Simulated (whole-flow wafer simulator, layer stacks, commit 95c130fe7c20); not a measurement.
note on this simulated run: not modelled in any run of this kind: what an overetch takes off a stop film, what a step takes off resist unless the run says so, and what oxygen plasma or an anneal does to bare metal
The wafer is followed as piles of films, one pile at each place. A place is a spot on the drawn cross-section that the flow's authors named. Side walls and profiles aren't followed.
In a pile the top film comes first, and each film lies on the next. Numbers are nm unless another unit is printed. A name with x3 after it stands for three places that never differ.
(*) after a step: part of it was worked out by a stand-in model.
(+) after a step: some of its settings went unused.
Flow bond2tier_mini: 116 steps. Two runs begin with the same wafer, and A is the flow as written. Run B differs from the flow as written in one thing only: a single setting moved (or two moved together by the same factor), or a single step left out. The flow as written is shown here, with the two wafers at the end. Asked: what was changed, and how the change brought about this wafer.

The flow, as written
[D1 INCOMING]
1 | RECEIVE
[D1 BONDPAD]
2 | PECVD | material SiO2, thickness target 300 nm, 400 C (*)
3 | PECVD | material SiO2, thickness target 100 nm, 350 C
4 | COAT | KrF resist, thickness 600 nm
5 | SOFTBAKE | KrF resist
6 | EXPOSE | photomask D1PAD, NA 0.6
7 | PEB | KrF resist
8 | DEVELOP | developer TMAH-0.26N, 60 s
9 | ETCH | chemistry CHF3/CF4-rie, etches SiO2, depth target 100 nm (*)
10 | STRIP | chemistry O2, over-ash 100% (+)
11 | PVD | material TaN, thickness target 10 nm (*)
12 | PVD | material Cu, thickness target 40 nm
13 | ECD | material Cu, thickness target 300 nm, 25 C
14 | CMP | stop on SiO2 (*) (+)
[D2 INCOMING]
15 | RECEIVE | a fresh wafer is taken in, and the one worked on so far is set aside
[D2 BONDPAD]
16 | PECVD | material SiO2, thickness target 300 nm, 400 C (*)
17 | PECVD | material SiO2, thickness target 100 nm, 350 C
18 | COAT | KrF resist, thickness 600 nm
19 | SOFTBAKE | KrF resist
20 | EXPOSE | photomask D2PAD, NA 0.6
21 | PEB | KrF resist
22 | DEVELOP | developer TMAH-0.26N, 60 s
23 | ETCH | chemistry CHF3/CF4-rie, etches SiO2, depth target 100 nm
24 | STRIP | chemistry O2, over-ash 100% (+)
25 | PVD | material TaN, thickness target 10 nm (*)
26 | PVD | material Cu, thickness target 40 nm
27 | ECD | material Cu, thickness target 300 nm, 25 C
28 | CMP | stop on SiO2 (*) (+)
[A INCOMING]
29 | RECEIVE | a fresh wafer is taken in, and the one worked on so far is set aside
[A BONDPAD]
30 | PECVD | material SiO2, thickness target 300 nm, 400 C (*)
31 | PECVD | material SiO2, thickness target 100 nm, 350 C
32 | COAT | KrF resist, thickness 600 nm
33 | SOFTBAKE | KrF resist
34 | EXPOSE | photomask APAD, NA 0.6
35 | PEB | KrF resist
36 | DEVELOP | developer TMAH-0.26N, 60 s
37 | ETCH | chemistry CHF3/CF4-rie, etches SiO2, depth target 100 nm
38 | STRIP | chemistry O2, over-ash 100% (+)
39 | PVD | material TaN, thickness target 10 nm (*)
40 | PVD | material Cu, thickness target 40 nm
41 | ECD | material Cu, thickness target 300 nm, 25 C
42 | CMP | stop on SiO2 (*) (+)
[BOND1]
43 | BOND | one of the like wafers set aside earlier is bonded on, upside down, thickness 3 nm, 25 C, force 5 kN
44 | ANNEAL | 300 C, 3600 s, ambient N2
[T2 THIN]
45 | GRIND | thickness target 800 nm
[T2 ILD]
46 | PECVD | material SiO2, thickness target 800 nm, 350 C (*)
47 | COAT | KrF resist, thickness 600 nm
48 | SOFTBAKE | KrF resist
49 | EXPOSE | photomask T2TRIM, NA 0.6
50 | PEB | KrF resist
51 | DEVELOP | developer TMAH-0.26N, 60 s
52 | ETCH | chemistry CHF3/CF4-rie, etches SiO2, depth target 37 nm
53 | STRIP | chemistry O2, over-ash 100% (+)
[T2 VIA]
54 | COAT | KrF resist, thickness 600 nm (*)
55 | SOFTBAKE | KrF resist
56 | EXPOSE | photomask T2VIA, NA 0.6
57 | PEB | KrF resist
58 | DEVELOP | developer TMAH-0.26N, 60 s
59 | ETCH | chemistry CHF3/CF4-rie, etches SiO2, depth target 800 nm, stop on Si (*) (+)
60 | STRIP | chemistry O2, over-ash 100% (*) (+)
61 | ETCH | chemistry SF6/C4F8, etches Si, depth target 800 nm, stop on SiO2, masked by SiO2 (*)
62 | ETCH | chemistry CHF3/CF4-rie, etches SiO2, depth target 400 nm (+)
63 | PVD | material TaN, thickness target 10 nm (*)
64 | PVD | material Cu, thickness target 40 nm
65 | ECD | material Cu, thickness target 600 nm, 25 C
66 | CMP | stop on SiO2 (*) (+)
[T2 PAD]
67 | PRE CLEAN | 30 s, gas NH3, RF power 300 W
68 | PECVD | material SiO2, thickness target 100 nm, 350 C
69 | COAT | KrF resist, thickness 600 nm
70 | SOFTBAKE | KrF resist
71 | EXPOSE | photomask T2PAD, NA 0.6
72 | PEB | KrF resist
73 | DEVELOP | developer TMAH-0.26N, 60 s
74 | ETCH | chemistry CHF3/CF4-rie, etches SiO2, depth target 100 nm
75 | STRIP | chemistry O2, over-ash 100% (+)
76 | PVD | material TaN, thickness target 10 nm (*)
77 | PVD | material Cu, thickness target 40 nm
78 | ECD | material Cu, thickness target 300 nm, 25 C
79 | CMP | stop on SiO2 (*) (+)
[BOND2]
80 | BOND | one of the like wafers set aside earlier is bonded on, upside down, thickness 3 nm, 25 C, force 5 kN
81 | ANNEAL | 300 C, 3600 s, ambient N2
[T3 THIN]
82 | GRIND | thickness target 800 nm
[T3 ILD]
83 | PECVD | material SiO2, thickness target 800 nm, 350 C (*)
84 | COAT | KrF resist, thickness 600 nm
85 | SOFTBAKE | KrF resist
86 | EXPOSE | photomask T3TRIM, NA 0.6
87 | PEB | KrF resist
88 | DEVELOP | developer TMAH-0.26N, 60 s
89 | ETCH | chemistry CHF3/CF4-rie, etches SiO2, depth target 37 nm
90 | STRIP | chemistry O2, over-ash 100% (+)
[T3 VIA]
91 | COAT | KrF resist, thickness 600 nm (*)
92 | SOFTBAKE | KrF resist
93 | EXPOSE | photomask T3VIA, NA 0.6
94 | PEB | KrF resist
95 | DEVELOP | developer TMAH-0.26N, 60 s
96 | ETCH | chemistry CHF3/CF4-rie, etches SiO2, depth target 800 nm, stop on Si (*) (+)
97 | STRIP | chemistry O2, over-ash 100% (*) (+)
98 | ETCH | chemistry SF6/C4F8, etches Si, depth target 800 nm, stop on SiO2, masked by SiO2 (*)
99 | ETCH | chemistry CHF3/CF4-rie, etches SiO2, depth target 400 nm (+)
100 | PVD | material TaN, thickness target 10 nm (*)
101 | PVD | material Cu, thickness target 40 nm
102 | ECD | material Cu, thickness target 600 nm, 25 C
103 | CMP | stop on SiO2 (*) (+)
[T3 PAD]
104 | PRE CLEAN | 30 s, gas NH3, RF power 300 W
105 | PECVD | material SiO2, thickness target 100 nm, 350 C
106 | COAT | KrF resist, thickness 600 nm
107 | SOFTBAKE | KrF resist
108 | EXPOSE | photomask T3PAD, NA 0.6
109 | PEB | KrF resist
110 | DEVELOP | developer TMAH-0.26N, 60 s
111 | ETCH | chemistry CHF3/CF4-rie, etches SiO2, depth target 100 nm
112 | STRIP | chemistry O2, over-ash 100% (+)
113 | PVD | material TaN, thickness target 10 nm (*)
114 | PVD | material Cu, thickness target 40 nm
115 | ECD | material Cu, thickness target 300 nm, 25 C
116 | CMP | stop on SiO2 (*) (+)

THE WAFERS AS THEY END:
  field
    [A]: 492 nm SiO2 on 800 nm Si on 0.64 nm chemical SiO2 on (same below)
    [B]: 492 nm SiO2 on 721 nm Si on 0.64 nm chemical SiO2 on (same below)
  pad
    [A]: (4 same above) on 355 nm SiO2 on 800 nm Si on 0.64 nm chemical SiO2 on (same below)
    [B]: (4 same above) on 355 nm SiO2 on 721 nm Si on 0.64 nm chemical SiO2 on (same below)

What caused this: step 82, GRIND: thickness target 721 nm was run, whereas the flow has thickness target 800 nm.
One can read it off the wafer: field has Si 721, and step 82 as written asks for 800 nm.

The path from the change to this, step by step:
  82 | GRIND | thickness target 800 nm
      field, pad: A Si loses 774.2 um | B Si loses 774.28 um
